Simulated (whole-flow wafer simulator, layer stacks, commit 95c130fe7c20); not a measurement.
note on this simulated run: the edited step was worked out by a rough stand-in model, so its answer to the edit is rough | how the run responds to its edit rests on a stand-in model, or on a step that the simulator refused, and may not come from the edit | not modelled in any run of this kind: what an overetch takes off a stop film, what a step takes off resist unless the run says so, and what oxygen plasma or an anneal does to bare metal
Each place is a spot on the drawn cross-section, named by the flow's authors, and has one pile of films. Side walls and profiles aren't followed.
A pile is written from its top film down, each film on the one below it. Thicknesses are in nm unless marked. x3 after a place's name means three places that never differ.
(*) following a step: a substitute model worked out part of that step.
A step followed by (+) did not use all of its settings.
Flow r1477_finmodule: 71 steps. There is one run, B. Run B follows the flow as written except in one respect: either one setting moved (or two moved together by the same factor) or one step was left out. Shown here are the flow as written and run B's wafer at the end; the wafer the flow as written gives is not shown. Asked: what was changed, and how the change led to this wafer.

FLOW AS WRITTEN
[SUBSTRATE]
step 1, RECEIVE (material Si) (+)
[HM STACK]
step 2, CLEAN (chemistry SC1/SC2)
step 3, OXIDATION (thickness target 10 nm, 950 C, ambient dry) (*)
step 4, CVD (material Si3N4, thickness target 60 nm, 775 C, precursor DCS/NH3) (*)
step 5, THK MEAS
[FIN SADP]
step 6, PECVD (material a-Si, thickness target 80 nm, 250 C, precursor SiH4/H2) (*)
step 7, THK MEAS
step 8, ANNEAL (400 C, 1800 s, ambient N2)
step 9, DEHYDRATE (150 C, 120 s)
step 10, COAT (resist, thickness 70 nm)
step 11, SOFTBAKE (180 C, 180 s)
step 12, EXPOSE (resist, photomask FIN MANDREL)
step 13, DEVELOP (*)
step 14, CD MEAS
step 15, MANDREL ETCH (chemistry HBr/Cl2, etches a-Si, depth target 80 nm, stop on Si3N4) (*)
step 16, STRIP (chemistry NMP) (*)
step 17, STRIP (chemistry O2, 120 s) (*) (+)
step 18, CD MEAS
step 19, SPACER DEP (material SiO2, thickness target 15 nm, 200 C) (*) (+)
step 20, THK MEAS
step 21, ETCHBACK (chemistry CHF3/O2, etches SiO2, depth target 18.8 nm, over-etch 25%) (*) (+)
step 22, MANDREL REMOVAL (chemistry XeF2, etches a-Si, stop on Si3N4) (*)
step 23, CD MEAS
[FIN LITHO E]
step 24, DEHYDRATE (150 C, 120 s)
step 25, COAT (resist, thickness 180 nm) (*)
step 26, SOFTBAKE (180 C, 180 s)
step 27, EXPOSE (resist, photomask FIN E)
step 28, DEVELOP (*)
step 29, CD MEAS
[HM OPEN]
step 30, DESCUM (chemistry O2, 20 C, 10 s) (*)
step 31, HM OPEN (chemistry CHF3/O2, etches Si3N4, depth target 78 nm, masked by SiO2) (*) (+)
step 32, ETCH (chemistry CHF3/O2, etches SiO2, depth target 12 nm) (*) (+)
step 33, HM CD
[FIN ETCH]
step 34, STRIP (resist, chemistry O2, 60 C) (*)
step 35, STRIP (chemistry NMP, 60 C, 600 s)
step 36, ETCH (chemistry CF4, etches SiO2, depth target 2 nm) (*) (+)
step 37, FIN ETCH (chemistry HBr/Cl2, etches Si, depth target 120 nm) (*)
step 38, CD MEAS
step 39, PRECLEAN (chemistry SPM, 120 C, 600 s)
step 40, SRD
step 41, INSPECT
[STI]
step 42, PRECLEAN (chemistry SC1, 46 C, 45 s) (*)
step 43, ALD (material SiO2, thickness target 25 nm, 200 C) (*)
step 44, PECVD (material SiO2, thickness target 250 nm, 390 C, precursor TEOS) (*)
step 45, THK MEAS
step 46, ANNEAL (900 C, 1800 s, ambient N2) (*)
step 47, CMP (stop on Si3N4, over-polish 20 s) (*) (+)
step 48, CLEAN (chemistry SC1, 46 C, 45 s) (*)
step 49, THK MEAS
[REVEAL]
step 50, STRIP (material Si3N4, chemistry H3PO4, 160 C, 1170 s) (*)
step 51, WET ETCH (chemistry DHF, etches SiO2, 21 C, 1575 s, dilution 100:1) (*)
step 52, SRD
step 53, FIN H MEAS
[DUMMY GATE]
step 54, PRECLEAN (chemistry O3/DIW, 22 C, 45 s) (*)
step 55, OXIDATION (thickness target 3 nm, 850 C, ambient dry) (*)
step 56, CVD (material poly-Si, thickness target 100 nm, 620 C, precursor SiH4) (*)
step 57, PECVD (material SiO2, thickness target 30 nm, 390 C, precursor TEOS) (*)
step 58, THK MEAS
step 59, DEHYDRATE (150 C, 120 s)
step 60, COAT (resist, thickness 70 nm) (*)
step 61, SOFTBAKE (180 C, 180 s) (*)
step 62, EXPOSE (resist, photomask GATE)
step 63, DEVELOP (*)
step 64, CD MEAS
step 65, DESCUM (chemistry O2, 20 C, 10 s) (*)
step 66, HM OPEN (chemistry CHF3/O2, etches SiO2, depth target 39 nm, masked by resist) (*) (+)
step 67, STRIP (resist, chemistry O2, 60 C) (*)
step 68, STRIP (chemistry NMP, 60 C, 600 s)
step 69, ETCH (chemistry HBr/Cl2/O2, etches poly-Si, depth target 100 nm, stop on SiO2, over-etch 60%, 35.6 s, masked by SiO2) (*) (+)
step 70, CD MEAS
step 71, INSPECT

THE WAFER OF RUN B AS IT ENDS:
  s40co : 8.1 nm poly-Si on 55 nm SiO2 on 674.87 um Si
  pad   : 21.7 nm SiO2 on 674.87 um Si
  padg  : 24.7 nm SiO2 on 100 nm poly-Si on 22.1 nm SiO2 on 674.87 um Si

The reason: step 46, ANNEAL: 720 C was run, whereas the flow has 900 C.

How this came from the change, step by step:
  step 46, ANNEAL (900 C, 1800 s, ambient N2) (*)
      pad, padg, elg and 33 more: SiO2 loses 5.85 (it would be, as written: SiO2 loses 11.2)
  step 47, CMP (stop on Si3N4, over-polish 20 s) (*) (+)
      pad, padg, e40sg and 11 more: SiO2 loses 77.2 (it would be, as written: SiO2 loses 71.8)
      elg, esg, e40lg and 6 more: SiO2 loses 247 (it would be, as written: SiO2 loses 241.6)
      (as well as at 1 more place)
  step 50, STRIP (material Si3N4, chemistry H3PO4, 160 C, 1170 s) (*)
      pad, padg, e40sg and 12 more: SiO2 loses 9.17 (it would be, as written: SiO2 loses 4.28)
      elg, esg, e40lg and 12 more: SiO2 loses 7.4 (it would be, as written: SiO2 loses 4.28)
  step 51, WET ETCH (chemistry DHF, etches SiO2, 21 C, 1575 s, dilution 100:1) (*)
      pad, padg, e40sg and 11 more: SiO2 loses 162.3 (it would be, as written: SiO2 loses 85.7)
      elg, e40lg, e100lg, e200lg, elo, e40lo, e100lo, e200lo: SiO2 loses 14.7 (all of it), Si3N4 loses 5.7 (it would be, as written: SiO2 loses 17.8 (all of it), Si3N4 loses 4.97)
      (as well as at 8 more places)
  step 56, CVD (material poly-Si, thickness target 100 nm, 620 C, precursor SiH4) (*)
      s40cg, s40co: poly-Si gains 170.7 (new film) (it would be, as written: poly-Si gains 113.9 (new film))
      s45cg, s45co: poly-Si gains 170.7 (new film) (it would be, as written: poly-Si gains 113.4 (new film))
      (as well as at 3 more places)
  step 60, COAT (resist, thickness 70 nm) (*)
      e40lg, e100lg, elo, e40lo, e100lo: resist gains 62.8 (new film) (it would be, as written: resist gains 66.9 (new film))
      e40sg, e40so: resist gains 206 (new film) (it would be, as written: resist gains 129.5 (new film))
      (as well as at 25 more places)
  step 63, DEVELOP (*)
      elo, e40lo, e100lo: resist loses 62.8 (all of it) (it would be, as written: resist loses 66.9 (all of it))
      eso: resist loses 205.9 (all of it) (it would be, as written: resist loses 129.5 (all of it))
      (as well as at 13 more places)
  step 67, STRIP (resist, chemistry O2, 60 C) (*)
      e40lg: resist loses 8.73 (all of it) (it would be, as written: resist loses 12.8 (all of it))
      e40sg: resist loses 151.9 (all of it) (it would be, as written: resist loses 75.4 (all of it))
      (as well as at 13 more places)
  step 69, ETCH (chemistry HBr/Cl2/O2, etches poly-Si, depth target 100 nm, stop on SiO2, over-etch 60%, 35.6 s, masked by SiO2) (*) (+)
      s40co: chemical SiO2 loses 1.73 (all of it), poly-Si loses 160 (it would be, as written: chemical SiO2 loses 1.46 (all of it), poly-Si loses 111.5 (all of it), SiO2 loses 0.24)
      s45co: chemical SiO2 loses 1.73 (all of it), poly-Si loses 160 (it would be, as written: chemical SiO2 loses 1.46 (all of it), poly-Si loses 110.9 (all of it), SiO2 loses 0.25)
      (as well as at 1 more place)
